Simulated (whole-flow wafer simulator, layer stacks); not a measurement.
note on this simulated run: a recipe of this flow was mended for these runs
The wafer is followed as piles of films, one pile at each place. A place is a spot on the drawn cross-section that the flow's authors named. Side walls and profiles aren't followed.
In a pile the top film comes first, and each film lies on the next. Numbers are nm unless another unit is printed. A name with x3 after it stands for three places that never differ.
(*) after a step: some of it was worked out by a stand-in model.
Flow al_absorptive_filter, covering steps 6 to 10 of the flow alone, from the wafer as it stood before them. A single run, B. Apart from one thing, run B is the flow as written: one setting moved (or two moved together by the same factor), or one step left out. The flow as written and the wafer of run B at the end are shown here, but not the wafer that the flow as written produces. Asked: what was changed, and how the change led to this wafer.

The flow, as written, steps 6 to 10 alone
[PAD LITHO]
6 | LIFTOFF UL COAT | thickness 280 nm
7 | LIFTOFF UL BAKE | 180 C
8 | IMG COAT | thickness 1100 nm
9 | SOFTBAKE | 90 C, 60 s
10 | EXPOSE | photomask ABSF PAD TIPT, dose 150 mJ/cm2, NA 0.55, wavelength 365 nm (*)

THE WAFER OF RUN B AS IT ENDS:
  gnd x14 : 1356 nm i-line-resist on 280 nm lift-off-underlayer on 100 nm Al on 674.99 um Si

Cause: step 8, IMG COAT: thickness 1356 nm was run, while the flow as written has thickness 1100 nm.
The wafer lets one read it off: gnd x14 has i-line-resist 1356, and step 8 as written asks for 1100 nm.

The path from the change to this, step by step:
  8 | IMG COAT | thickness 1100 nm
      gnd x14: +1356 i-line-resist (new film) (as written it would have been: +1100 i-line-resist (new film))
